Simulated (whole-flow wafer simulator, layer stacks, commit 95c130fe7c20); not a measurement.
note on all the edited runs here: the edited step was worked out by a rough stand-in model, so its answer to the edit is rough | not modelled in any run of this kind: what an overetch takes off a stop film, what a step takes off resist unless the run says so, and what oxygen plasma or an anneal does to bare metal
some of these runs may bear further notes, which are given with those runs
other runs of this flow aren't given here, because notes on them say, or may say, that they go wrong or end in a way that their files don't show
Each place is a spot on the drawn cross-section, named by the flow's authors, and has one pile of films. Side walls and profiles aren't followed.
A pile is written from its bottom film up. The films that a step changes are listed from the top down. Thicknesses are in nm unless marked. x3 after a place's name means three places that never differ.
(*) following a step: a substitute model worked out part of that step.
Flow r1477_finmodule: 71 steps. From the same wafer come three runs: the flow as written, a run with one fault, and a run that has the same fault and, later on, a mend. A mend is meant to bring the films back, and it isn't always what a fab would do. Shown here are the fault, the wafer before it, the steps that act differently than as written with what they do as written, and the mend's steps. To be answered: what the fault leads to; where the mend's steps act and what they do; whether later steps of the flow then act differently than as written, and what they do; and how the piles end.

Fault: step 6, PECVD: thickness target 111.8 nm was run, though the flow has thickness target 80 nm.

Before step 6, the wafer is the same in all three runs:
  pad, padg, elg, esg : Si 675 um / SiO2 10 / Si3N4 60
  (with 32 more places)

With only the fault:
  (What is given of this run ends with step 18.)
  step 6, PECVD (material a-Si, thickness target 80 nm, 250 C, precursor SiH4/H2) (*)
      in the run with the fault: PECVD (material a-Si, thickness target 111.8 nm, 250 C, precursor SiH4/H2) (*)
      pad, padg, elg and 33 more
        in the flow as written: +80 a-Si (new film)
        in the run with the fault: +111.8 a-Si (new film)
  Steps further on in the flow that do not act as written:
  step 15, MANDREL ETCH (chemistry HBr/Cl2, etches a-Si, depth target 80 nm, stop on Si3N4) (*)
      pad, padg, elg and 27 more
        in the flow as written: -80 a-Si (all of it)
        in the run with the fault: -80 a-Si
  Once step 18 is done, the piles at pad, padg, elg and 33 more depart from the flow's by more than 2% or 0.5 nm, whichever is larger.
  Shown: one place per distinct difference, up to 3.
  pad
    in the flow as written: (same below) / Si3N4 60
    in the run with the fault: (same below) / Si3N4 60 / a-Si 31.8
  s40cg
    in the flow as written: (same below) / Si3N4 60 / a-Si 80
    in the run with the fault: (same below) / Si3N4 60 / a-Si 111.8

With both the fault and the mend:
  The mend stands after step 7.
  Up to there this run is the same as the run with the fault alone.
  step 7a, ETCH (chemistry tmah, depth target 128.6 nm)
      pad, padg, elg and 33 more
        -111.8 a-Si (all of it)
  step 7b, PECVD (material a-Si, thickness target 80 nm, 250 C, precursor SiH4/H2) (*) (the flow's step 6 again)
      pad, padg, elg and 33 more
        +80 a-Si (new film)
  Every later step of the flow that is run acts as written at every place that is followed.
  The piles end the same as the flow's at every place that both follow.
